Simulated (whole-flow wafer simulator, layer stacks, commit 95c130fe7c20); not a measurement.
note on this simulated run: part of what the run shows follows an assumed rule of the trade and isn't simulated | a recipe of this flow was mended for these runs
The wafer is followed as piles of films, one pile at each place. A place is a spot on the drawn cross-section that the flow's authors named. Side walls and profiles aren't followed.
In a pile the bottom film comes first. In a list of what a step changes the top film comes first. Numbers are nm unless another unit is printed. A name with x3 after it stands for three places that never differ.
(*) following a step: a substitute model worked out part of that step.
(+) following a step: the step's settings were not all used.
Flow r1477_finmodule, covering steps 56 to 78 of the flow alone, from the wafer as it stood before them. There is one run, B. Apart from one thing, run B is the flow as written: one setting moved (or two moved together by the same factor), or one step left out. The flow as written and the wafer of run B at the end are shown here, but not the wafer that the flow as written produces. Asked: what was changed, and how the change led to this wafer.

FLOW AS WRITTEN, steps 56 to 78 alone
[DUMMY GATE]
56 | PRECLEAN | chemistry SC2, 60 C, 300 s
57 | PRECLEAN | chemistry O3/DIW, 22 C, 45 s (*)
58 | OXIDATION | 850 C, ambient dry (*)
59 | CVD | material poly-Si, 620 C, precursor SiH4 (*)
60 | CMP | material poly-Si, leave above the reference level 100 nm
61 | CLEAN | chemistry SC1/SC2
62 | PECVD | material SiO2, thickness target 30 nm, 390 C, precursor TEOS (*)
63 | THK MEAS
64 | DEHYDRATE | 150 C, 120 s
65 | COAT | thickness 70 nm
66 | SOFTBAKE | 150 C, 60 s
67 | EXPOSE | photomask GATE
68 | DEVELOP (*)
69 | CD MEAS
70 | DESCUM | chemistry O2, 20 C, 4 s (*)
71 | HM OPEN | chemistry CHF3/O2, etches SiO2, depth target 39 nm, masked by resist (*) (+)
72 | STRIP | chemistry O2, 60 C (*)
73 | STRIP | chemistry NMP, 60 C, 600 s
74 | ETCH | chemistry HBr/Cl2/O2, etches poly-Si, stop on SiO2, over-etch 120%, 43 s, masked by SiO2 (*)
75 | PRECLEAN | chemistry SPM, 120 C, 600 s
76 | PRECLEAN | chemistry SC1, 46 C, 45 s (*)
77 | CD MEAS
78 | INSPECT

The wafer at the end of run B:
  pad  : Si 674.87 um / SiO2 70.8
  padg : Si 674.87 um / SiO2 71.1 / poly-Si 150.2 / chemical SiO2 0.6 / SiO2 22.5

Cause: step 59, CVD: 611 C was run, whereas the flow has 620 C.

The path from the change to this, step by step:
  59 | CVD | material poly-Si, 620 C, precursor SiH4 (*)
      esg x6, s40cg x3, eso x6, s40co x3: poly-Si gains 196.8 (new film) (as written it would have been: poly-Si gains 226.3 (new film))
      pad, padg, elg x7, elo x7: poly-Si gains 150.5 (new film) (as written it would have been: poly-Si gains 180 (new film))
      (and at 2 other places as well)
  60 | CMP | material poly-Si, leave above the reference level 100 nm
      pad, padg: nothing (as written it would have been: poly-Si loses 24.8)
      elg x7, esg x6, s40cg x3, elo x7, eso x6, s40co x3: poly-Si loses 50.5 (as written it would have been: poly-Si loses 80)
      (and at 2 other places as well)
  74 | ETCH | chemistry HBr/Cl2/O2, etches poly-Si, stop on SiO2, over-etch 120%, 43 s, masked by SiO2 (*)
      pad: chemical SiO2 loses 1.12 (all of it), poly-Si loses 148 (all of it), SiO2 loses 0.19 (as written it would have been: chemical SiO2 loses 1.12 (all of it), poly-Si loses 152.8 (all of it), SiO2 loses 0.17)
